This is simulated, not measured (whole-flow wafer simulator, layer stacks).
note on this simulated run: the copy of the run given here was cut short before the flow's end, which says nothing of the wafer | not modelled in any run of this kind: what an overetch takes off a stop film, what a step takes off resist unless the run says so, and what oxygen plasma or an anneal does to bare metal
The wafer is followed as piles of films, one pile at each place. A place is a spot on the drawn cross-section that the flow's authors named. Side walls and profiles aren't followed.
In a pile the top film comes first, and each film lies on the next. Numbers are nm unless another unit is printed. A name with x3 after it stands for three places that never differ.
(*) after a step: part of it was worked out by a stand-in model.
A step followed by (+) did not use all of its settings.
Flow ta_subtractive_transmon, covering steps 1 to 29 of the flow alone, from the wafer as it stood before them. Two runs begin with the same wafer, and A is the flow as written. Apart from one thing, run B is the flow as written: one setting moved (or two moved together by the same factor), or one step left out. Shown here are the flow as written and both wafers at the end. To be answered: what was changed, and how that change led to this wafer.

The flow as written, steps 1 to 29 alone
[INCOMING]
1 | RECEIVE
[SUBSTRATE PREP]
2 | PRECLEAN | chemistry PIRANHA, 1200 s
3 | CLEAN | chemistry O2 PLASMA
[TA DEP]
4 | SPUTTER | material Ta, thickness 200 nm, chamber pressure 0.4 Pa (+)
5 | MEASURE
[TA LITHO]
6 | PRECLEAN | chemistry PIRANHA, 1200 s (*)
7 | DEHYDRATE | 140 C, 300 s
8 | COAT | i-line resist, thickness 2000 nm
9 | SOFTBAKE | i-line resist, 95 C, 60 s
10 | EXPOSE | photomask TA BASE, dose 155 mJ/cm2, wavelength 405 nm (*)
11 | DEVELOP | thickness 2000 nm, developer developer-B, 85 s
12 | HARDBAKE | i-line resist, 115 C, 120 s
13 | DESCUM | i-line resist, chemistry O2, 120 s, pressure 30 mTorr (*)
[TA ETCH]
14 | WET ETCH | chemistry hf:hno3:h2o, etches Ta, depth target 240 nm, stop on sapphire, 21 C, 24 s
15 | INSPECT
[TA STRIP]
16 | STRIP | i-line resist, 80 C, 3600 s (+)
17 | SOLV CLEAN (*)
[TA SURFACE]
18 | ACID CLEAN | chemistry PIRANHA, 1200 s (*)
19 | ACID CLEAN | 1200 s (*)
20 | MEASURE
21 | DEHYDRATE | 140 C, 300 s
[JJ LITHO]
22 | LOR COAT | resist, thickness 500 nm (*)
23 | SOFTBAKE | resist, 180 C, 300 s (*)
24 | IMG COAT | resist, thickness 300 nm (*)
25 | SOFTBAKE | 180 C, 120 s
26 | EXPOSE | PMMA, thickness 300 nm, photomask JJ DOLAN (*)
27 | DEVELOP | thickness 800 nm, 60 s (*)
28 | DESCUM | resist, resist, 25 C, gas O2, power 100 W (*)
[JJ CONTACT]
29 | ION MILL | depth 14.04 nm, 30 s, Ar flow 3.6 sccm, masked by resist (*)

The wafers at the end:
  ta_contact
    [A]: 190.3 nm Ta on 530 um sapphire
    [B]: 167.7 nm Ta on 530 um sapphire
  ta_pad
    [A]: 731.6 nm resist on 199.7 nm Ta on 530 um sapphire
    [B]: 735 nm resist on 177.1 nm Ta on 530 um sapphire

What caused this: step 4, SPUTTER: thickness 177.4 nm was run, though the flow has thickness 200 nm.

Step by step, how the change led to this:
  4 | SPUTTER | material Ta, thickness 200 nm, chamber pressure 0.4 Pa (+)
      field x2, jj_line, lead, ta_contact, ta_pad: A Ta gains 200 (new film) | B Ta gains 177.4 (new film)
  14 | WET ETCH | chemistry hf:hno3:h2o, etches Ta, depth target 240 nm, stop on sapphire, 21 C, 24 s
      field x2, jj_line, lead: A Ta loses 200 (all of it) | B Ta loses 177.4 (all of it)
